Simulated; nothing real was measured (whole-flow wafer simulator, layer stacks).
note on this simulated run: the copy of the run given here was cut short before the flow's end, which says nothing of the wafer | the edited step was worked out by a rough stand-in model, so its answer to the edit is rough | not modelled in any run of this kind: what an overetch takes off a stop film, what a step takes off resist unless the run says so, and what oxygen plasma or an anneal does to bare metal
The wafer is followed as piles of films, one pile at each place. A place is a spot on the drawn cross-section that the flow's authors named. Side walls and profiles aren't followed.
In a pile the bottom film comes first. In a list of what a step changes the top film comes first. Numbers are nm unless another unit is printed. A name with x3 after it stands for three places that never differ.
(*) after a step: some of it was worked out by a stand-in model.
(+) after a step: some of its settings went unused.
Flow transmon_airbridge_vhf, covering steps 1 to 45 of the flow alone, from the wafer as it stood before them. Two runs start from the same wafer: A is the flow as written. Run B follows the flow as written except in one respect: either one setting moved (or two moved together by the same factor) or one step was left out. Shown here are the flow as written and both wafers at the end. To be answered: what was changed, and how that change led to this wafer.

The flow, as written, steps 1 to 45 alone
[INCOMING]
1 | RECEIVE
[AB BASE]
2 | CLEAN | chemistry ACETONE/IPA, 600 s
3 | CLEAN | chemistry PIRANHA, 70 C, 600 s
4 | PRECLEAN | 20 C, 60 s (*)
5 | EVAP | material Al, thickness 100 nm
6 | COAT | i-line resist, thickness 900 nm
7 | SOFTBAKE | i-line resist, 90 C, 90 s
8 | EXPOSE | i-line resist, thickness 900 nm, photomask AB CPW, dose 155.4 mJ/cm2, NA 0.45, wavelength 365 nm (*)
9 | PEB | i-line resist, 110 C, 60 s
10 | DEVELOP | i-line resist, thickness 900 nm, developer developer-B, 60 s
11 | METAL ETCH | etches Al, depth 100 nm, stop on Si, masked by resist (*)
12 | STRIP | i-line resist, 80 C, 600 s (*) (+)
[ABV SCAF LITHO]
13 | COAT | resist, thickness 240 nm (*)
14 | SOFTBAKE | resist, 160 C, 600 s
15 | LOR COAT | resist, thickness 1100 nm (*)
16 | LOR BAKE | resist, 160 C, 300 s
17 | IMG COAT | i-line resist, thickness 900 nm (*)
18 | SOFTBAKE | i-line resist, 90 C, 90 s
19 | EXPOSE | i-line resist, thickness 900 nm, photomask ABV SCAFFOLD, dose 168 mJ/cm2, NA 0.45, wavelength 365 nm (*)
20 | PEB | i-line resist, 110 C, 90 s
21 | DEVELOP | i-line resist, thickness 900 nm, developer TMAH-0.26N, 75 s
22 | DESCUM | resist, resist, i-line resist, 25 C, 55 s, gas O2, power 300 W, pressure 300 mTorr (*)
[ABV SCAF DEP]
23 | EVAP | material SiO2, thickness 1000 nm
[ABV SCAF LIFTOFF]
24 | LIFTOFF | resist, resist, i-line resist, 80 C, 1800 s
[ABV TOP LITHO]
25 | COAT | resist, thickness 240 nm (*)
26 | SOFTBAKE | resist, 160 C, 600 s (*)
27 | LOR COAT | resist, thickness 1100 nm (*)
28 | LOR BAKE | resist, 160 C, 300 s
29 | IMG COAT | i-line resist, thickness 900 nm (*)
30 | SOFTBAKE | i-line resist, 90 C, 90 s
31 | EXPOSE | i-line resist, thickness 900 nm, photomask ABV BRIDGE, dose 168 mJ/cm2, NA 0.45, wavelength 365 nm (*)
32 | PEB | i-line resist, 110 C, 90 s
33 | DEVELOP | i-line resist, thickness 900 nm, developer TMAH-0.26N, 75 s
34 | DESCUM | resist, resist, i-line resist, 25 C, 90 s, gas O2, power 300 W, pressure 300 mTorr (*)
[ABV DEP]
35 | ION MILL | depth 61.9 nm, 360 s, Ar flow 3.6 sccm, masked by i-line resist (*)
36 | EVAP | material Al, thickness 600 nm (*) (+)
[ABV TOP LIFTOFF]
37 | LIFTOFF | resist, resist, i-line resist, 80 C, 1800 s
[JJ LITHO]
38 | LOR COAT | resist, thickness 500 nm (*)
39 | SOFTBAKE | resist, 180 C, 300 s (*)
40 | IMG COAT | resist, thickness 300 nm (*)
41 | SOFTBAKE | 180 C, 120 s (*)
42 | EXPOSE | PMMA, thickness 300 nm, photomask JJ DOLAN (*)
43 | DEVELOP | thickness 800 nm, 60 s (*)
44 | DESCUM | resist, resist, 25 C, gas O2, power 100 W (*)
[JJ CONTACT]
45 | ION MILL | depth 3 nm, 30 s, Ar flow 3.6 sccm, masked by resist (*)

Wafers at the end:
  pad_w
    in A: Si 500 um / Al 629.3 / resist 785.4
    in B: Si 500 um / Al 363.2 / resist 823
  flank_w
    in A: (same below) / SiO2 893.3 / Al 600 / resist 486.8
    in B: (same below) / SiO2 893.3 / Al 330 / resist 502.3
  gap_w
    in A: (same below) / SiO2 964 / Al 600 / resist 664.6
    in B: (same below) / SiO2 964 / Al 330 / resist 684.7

What caused this: step 36, EVAP: thickness 330 nm was run, while the flow as written has thickness 600 nm.
The wafer itself shows it: flank_w has Al 330, and step 36 as written asks for 600 nm.

Step by step, how the change led to this:
  36 | EVAP | material Al, thickness 600 nm (*) (+)
      field x3, jj_line, ground_far and 10 more: A +600 Al (new film) | B +330 Al (new film)
      pad_w, pad_e: A +591.2 Al | B +325.2 Al
  37 | LIFTOFF | resist, resist, i-line resist, 80 C, 1800 s
      field x3, jj_line, trace_open_s x2: A -600 Al (all of it), -600 i-line resist (all of it), -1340 resist (all of it) | B -330 Al (all of it), -600 i-line resist (all of it), -1340 resist (all of it)
      margin_s, margin_n: A -600 Al (all of it), -318.3 i-line resist (all of it), -992 resist (all of it) | B -330 Al (all of it), -318.3 i-line resist (all of it), -992 resist (all of it)
      (and at 1 other place as well)
  38 | LOR COAT | resist, thickness 500 nm (*)
      pad_w, pad_e: A +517 resist (new film) | B +542 resist (new film)
      flank_w, flank_e: A +306.5 resist (new film) | B +312.8 resist (new film)
      (and at 6 other places as well)
  40 | IMG COAT | resist, thickness 300 nm (*)
      pad_w, pad_e: A +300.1 resist | B +312.7 resist
      flank_w, flank_e: A +212.1 resist | B +221.3 resist
      (and at 4 other places as well)
